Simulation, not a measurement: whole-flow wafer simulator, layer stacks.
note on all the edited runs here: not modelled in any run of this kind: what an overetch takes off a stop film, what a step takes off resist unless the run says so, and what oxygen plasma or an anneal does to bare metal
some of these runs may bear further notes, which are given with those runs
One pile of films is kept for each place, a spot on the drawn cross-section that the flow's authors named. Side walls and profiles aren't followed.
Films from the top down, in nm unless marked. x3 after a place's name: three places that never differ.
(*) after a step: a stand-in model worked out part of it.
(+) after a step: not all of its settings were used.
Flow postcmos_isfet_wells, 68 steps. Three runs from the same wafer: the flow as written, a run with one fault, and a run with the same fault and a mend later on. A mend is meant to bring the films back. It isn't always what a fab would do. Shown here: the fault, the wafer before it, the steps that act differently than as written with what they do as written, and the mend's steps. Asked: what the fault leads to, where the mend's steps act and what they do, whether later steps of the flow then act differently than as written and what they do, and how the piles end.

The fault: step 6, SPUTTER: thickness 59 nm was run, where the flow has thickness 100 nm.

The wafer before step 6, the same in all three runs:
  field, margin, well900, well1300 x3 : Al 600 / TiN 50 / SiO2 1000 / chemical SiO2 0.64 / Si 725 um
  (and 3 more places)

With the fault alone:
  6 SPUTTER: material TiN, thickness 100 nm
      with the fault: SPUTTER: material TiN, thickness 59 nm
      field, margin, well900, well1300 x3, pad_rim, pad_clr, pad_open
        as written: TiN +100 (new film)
        with the fault: TiN +59 (new film)
  Later steps of the flow that act differently than as written (1 more step differs only slightly, by at most 2% or 0.5 nm, whichever is larger, and isn't shown):
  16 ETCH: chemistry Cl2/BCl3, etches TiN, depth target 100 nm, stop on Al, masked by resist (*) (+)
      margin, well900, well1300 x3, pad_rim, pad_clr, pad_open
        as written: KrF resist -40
        with the fault: KrF resist -35.4
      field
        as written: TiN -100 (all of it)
        with the fault: TiN -59 (all of it)
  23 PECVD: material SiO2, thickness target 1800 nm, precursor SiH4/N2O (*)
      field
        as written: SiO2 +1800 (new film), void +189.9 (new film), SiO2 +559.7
        with the fault: SiO2 +1800 (new film), void +159.3 (new film), SiO2 +549.2
  At the end the piles differ from the flow's by more than 2% or 0.5 nm, whichever is larger, at field, margin, well900, well1300 x3, pad_rim, pad_clr, pad_open.
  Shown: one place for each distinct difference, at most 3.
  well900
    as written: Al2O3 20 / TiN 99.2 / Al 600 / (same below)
    with the fault: Al2O3 20 / TiN 58.2 / Al 600 / (same below)
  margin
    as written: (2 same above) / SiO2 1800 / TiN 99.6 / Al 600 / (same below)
    with the fault: (2 same above) / SiO2 1800 / TiN 58.6 / Al 600 / (same below)
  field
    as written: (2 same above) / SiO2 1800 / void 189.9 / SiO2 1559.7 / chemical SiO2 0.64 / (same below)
    with the fault: (2 same above) / SiO2 1800 / void 159.3 / SiO2 1549.2 / chemical SiO2 0.64 / (same below)

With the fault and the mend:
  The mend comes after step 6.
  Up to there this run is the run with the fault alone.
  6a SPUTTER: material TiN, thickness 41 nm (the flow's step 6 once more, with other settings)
      field, margin, well900, well1300 x3, pad_rim, pad_clr, pad_open
        TiN +41
  No later step of the flow acts differently than as written at any place that is followed.
  At the end the piles are the same as the flow's at every place that both follow.
